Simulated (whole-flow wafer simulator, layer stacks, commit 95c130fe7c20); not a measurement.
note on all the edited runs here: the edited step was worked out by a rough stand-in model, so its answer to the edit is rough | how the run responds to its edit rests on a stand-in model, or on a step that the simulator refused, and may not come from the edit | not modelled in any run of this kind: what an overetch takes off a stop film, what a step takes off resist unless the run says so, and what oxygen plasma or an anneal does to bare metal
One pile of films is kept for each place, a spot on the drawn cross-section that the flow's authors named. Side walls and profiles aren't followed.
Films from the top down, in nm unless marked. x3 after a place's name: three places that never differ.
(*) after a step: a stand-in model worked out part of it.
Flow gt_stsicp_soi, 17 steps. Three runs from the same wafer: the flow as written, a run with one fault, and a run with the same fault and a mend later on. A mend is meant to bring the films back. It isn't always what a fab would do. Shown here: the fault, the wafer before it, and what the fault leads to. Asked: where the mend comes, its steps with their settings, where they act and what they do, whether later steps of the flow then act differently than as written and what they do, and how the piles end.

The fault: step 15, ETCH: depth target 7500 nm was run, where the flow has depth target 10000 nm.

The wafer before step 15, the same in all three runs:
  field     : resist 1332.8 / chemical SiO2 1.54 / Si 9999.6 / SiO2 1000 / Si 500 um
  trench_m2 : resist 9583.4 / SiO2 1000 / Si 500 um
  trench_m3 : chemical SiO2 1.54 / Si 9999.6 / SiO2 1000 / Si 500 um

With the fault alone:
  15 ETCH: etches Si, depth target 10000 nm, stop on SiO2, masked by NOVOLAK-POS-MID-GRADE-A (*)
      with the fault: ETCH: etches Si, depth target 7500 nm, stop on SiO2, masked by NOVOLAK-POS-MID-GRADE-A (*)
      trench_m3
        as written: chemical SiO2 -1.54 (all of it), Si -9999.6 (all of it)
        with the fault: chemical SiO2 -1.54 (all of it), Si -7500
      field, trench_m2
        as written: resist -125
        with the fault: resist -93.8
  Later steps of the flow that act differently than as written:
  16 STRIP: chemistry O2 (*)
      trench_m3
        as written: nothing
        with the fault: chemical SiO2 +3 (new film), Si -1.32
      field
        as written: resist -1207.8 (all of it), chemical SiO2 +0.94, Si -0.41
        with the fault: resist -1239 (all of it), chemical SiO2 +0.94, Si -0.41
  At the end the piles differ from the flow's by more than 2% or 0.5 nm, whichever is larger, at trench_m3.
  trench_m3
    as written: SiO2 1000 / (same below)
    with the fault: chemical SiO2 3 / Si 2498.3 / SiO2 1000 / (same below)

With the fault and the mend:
  The mend comes after step 15.
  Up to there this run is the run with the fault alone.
  15a ETCH: etches Si, depth target 2500 nm, stop on SiO2, masked by NOVOLAK-POS-MID-GRADE-A (*) (the flow's step 15 once more, with other settings)
      field, trench_m2
        resist -31.2
      trench_m3
        Si -2499.6 (all of it)
  No later step of the flow acts differently than as written at any place that is followed.
  At the end the piles are the same as the flow's at every place that both follow.
